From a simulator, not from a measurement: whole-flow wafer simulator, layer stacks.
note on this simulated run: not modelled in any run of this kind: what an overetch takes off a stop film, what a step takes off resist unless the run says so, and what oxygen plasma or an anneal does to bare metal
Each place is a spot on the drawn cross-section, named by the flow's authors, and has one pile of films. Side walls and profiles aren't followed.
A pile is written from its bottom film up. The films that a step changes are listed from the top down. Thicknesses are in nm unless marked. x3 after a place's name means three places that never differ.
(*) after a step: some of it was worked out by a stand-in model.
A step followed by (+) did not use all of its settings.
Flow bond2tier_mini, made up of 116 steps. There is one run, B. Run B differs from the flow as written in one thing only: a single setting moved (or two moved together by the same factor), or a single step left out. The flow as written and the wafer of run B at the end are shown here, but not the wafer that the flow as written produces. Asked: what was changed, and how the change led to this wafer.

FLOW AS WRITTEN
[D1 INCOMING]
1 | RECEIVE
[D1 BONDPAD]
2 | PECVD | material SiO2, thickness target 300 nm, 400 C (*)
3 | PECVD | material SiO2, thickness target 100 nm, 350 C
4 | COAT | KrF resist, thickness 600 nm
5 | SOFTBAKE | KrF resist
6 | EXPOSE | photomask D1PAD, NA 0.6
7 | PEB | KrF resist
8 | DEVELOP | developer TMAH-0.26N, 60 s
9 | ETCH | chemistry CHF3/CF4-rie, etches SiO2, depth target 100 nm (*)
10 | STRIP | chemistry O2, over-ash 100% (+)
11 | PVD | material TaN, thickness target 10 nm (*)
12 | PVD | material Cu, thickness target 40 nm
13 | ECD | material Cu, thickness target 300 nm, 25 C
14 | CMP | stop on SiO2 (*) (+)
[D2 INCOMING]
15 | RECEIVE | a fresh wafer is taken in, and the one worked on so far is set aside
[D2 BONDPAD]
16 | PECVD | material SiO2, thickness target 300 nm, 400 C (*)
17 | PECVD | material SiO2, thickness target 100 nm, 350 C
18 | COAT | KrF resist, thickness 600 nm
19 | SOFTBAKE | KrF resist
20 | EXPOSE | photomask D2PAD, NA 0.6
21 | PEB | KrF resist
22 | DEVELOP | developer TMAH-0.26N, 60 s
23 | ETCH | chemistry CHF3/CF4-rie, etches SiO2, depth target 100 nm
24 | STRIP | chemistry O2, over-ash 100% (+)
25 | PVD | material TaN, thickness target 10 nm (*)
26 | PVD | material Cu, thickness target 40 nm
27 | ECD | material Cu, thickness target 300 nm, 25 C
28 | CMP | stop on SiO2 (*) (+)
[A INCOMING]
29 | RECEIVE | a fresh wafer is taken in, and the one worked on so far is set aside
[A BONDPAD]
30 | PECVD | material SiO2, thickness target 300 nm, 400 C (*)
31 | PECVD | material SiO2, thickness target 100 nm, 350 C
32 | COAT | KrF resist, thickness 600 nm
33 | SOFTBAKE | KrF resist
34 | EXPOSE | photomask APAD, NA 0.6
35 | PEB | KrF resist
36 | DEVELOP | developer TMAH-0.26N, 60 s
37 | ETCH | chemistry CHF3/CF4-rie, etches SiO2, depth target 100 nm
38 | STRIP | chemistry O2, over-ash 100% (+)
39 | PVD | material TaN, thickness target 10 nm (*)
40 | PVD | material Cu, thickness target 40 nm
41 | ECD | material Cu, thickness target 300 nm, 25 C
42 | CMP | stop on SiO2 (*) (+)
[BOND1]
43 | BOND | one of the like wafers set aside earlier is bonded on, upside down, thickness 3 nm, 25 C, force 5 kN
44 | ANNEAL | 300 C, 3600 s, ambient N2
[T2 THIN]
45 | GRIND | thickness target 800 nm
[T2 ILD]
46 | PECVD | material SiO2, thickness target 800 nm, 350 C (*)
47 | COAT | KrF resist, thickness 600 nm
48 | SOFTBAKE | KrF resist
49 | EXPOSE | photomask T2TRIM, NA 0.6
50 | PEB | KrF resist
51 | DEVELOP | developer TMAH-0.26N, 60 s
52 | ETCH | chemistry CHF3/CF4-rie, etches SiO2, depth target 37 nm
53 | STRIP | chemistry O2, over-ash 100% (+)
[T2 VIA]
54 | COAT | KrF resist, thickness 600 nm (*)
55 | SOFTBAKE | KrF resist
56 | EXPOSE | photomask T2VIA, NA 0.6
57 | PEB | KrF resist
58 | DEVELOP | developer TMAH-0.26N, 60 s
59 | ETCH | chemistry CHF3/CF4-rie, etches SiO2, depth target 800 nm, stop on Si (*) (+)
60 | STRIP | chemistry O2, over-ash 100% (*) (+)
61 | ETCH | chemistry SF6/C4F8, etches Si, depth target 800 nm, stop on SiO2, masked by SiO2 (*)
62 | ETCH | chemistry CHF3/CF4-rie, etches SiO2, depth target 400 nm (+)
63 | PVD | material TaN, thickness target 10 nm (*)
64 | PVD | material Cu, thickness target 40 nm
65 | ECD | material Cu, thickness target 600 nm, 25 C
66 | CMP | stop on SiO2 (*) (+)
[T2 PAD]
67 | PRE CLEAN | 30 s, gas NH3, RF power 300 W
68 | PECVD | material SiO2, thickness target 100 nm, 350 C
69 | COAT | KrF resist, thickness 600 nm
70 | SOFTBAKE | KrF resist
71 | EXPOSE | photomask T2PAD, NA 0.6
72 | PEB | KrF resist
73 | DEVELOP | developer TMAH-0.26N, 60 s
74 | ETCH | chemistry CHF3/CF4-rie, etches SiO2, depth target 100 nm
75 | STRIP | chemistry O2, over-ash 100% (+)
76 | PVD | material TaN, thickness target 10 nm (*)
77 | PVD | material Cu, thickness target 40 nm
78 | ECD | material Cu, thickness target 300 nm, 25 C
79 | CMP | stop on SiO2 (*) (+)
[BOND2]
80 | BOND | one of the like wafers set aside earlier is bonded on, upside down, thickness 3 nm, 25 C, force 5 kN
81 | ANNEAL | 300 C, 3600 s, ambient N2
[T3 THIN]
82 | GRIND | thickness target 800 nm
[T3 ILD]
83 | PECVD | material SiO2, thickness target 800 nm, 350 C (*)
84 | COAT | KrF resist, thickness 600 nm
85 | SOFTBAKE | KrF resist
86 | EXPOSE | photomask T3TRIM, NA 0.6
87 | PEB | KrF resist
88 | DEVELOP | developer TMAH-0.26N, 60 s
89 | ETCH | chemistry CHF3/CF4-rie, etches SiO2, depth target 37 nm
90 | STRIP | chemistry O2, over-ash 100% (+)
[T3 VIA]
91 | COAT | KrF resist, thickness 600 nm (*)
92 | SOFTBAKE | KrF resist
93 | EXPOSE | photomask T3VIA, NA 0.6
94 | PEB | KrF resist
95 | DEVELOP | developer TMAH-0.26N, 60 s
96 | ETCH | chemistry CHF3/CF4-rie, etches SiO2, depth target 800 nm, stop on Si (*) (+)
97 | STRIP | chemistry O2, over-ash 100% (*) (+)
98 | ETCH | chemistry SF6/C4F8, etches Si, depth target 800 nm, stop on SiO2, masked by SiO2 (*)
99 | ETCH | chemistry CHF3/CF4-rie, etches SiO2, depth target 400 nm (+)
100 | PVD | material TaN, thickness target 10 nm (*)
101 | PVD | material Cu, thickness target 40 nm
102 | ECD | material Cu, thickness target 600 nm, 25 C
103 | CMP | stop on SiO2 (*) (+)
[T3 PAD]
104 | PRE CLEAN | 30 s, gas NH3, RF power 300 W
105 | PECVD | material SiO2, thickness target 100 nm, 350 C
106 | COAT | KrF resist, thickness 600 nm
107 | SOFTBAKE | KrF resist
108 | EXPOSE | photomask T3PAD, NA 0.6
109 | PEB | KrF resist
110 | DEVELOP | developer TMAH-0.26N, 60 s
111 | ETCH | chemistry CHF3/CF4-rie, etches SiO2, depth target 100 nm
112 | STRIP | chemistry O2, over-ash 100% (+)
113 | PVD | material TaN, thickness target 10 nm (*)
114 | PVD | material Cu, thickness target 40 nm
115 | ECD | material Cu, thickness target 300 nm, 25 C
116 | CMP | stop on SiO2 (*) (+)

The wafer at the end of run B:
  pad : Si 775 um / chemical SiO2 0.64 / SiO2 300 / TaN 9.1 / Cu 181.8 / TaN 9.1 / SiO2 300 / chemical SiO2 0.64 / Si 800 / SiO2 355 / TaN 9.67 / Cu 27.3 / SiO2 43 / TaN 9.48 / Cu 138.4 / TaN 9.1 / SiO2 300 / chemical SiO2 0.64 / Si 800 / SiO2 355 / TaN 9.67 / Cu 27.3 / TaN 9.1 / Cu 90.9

Cause: step 74, ETCH: depth target 57 nm was run, while the flow as written has depth target 100 nm.

Step by step, how the change led to this:
  74 | ETCH | chemistry CHF3/CF4-rie, etches SiO2, depth target 100 nm
      pad: -57 SiO2 (as written it would have been: -100 SiO2 (all of it))
      field: -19 KrF resist (as written it would have been: -33.3 KrF resist)
  75 | STRIP | chemistry O2, over-ash 100% (+)
      field: -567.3 KrF resist (all of it) (as written it would have been: -552.9 KrF resist (all of it))
  77 | PVD | material Cu, thickness target 40 nm
      pad: +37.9 Cu (new film) (as written it would have been: +36.4 Cu (new film))
  78 | ECD | material Cu, thickness target 300 nm, 25 C
      pad: +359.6 Cu (as written it would have been: +404.5 Cu)
If metal films that touch count as one body, pad has 4 bodies (between them, from the top down: SiO2 355 / Si 800 / chemical SiO2 0.64 / SiO2 300; SiO2 43; SiO2 355 / Si 800 / chemical SiO2 0.64 / SiO2 300); the flow as written gives 3 bodies (between them, from the top down: SiO2 355 / Si 800 / chemical SiO2 0.64 / SiO2 300; SiO2 355 / Si 800 / chemical SiO2 0.64 / SiO2 300).
